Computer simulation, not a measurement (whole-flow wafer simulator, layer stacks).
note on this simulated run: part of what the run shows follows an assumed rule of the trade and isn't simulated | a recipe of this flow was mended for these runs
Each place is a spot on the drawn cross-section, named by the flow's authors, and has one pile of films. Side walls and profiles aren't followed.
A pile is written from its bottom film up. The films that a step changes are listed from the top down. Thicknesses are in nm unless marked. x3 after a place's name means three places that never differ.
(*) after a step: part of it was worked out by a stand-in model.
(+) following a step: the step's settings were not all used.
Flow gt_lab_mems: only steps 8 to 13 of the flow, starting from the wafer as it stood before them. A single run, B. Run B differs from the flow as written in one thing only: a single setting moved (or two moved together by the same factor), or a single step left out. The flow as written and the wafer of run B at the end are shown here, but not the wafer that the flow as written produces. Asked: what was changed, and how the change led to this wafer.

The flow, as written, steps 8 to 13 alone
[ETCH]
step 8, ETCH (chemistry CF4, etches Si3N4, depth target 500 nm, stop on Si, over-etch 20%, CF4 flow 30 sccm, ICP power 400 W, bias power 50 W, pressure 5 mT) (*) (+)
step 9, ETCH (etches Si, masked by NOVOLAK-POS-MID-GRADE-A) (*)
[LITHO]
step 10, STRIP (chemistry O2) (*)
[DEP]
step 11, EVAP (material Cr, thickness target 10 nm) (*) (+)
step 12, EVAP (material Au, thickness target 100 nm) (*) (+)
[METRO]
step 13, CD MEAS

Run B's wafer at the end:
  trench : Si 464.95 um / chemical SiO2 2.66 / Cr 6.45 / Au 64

Cause: step 8, ETCH: depth target 572 nm was run, though the flow has depth target 500 nm.

How this came from the change, step by step:
  step 8, ETCH (chemistry CF4, etches Si3N4, depth target 500 nm, stop on Si, over-etch 20%, CF4 flow 30 sccm, ICP power 400 W, bias power 50 W, pressure 5 mT) (*) (+)
      field: g/i-line-resist loses 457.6 (it would be, as written: g/i-line-resist loses 400)
      trench: Si3N4 loses 500 (all of it), chemical SiO2 loses 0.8 (all of it), Si loses 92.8 (it would be, as written: Si3N4 loses 500 (all of it), chemical SiO2 loses 0.8 (all of it), Si loses 49.6)
  step 10, STRIP (chemistry O2) (*)
      field: g/i-line-resist loses 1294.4 (all of it) (it would be, as written: g/i-line-resist loses 1352 (all of it))
